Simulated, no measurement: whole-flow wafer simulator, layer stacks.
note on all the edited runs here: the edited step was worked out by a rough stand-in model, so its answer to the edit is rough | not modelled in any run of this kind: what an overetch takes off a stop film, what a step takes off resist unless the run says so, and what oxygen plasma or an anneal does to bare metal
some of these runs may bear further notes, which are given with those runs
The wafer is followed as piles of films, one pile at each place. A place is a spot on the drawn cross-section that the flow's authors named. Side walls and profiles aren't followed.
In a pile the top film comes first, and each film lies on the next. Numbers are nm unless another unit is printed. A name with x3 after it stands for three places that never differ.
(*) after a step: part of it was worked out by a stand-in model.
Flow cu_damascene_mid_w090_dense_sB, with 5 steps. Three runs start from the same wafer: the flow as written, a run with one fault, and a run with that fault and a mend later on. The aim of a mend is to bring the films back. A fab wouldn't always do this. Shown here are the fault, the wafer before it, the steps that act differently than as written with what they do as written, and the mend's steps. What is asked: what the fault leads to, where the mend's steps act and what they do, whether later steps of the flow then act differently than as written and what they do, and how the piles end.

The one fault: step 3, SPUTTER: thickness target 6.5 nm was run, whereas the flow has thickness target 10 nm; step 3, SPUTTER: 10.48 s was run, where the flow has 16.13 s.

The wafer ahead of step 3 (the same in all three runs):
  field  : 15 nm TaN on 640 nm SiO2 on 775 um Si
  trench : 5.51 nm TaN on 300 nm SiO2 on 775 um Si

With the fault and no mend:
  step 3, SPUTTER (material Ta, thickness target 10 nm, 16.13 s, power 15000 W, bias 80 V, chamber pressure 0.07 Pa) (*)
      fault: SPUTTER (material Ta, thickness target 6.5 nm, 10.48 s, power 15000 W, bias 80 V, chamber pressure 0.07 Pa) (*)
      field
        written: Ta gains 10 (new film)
        fault: Ta gains 6.5 (new film)
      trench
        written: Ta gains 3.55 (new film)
        fault: Ta gains 2.31 (new film)
  None of the later steps of the flow differs from how it acts as written, at any place that is followed, by more than 2% or 0.5 nm, whichever is larger.
  The piles end different from the flow's at field, trench by more than 2% or 0.5 nm, whichever is larger.
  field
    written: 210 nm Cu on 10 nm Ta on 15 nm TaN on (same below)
    fault: 210 nm Cu on 6.5 nm Ta on 15 nm TaN on (same below)
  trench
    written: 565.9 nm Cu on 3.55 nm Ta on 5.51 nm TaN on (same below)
    fault: 563.7 nm Cu on 2.31 nm Ta on 5.51 nm TaN on (same below)

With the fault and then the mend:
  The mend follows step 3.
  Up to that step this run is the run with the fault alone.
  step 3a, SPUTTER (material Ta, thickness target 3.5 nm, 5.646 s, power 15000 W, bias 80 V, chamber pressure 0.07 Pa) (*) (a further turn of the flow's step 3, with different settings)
      field
        Ta gains 3.5
      trench
        Ta gains 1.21
  None of the later steps of the flow acts differently than as written at any place that is followed.
  At the end the piles are close to the flow's at the places that both follow, differing by at most 2% or 0.5 nm, whichever is larger.
